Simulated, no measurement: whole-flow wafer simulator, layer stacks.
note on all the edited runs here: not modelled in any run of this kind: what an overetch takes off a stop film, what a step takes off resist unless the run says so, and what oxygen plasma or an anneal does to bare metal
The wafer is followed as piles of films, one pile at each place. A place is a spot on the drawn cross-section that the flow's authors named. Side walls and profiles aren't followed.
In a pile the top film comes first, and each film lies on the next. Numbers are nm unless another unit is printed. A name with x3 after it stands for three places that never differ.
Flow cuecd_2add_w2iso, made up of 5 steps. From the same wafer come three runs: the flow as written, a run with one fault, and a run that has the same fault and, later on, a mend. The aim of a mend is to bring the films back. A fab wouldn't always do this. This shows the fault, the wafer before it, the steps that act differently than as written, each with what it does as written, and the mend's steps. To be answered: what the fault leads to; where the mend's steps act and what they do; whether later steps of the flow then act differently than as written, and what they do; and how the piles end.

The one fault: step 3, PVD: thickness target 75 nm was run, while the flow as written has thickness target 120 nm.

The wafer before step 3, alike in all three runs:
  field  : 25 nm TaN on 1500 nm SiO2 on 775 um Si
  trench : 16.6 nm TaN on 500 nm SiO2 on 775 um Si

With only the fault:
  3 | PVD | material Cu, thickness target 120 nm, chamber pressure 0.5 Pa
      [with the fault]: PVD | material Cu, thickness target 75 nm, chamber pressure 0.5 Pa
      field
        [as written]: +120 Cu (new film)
        [with the fault]: +75 Cu (new film)
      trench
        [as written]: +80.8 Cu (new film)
        [with the fault]: +50.7 Cu (new film)
  Later steps of the flow that are run all act as written at every place that is followed, up to a difference of at most 2% or 0.5 nm, whichever is larger.
  At field, trench, the piles at the end differ from the flow's by more than 2% or 0.5 nm, whichever is larger.
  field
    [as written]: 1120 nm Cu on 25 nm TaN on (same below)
    [with the fault]: 1075 nm Cu on 25 nm TaN on (same below)
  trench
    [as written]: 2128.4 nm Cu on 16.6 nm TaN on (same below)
    [with the fault]: 2083.4 nm Cu on 16.6 nm TaN on (same below)

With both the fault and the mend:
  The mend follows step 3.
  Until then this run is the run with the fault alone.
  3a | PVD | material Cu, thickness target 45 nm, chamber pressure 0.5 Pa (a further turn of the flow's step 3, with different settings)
      field
        +45 Cu
      trench
        +29.8 Cu
  Later steps of the flow that are run all act as written at every place that is followed, up to a difference of at most 2% or 0.5 nm, whichever is larger.
  By the end, the piles equal the flow's at every place that both follow.
